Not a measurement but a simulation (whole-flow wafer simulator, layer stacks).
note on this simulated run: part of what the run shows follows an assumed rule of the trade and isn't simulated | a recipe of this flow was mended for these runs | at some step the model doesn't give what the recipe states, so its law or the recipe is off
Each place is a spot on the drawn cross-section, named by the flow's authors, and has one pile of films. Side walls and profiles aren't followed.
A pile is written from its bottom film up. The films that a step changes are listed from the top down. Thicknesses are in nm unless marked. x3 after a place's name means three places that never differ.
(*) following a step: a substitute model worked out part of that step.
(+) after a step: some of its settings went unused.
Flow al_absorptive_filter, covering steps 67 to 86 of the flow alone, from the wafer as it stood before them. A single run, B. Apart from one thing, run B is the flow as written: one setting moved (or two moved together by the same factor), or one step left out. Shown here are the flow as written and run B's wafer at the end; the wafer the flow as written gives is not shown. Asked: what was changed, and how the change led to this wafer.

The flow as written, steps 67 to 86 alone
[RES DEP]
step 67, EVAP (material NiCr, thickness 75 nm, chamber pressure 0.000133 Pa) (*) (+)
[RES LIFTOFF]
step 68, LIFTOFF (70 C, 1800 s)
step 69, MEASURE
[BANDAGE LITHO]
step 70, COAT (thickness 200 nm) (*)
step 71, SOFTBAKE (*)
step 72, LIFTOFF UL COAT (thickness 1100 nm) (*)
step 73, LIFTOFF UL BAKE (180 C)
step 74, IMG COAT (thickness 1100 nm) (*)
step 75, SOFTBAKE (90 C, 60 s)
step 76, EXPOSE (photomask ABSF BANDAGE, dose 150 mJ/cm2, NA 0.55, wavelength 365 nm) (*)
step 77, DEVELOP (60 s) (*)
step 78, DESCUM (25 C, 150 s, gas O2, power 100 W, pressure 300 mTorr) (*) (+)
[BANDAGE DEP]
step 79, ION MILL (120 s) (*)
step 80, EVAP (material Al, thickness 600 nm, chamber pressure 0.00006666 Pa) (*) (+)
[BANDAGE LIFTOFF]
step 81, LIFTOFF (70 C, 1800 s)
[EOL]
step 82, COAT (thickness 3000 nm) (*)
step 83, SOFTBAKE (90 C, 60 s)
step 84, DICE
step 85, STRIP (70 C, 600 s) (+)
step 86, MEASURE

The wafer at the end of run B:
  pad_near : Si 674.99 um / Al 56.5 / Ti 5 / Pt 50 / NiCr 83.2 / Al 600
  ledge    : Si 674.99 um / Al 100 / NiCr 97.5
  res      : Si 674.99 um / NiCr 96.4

What caused this: step 67, EVAP: thickness 97.5 nm was run, whereas the flow has thickness 75 nm.
One can read it off the wafer: ledge has NiCr 97.5, and step 67 as written asks for 75 nm.

The path from the change to this, step by step:
  step 67, EVAP (material NiCr, thickness 75 nm, chamber pressure 0.000133 Pa) (*) (+)
      gnd, pad_far, ledge and 9 more: +97.5 NiCr (new film) (as written it would have been: +75 NiCr (new film))
      pad_near: +96.5 NiCr (new film) (as written it would have been: +74.2 NiCr (new film))
      (as well as at 1 more place)
  step 68, LIFTOFF (70 C, 1800 s)
      xa_field, xl_land, idc_field: -97.5 NiCr (all of it), -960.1 i-line-resist (all of it), -1100 lift-off-underlayer (all of it), -200 acrylic-e-beam-resist (all of it) (as written it would have been: -75 NiCr (all of it), -960.1 i-line-resist (all of it), -1100 lift-off-underlayer (all of it), -200 acrylic-e-beam-resist (all of it))
      gnd: -97.5 NiCr (all of it), -959.5 i-line-resist (all of it), -1100.9 lift-off-underlayer (all of it), -200.6 acrylic-e-beam-resist (all of it) (as written it would have been: -75 NiCr (all of it), -959.5 i-line-resist (all of it), -1100.9 lift-off-underlayer (all of it), -200.6 acrylic-e-beam-resist (all of it))
      (as well as at 7 more places)
  step 83, SOFTBAKE (90 C, 60 s)
      pad_near: -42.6 i-line-resist (as written it would have been: -41.1 i-line-resist)
      ledge: -23.8 i-line-resist (as written it would have been: -22.2 i-line-resist)
      (as well as at 1 more place)
